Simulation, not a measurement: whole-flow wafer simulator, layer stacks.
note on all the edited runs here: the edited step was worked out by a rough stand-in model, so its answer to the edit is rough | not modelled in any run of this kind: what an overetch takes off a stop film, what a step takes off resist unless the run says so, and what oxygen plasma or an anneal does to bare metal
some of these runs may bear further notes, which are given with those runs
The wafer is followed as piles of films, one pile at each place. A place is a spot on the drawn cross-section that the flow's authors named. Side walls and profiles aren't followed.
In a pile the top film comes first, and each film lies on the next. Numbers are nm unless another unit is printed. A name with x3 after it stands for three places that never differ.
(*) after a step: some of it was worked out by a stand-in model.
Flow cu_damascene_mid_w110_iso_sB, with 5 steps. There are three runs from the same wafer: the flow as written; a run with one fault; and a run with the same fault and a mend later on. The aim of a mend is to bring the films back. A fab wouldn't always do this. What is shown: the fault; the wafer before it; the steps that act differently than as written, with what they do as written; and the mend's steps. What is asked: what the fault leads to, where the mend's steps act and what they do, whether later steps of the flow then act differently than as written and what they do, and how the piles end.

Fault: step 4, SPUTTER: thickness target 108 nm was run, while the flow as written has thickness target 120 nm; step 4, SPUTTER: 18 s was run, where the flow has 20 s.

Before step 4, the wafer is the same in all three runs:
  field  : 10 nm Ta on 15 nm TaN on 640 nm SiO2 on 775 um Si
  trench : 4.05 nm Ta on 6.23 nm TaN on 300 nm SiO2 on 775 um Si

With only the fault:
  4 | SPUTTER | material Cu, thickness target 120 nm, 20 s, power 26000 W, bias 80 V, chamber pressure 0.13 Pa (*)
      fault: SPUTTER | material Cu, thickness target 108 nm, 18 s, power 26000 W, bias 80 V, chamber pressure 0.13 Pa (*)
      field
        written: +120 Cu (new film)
        fault: +108 Cu (new film)
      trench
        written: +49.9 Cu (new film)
        fault: +44.9 Cu (new film)
  Later steps of the flow that are run all act as written at every place that is followed, up to a difference of at most 2% or 0.5 nm, whichever is larger.
  By the end, the piles at field, trench depart from the flow's by more than 2% or 0.5 nm, whichever is larger.
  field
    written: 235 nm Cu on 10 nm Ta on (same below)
    fault: 223 nm Cu on 10 nm Ta on (same below)
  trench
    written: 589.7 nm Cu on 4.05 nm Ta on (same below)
    fault: 577.7 nm Cu on 4.05 nm Ta on (same below)

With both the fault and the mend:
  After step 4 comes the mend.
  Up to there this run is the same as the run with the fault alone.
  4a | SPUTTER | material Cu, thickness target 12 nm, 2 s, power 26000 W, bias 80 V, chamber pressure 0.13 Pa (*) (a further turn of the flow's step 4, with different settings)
      field
        +12 Cu
      trench
        +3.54 Cu
  Later steps of the flow that are run all act as written at every place that is followed, up to a difference of at most 2% or 0.5 nm, whichever is larger.
  By the end, the piles equal the flow's at every place that both follow.
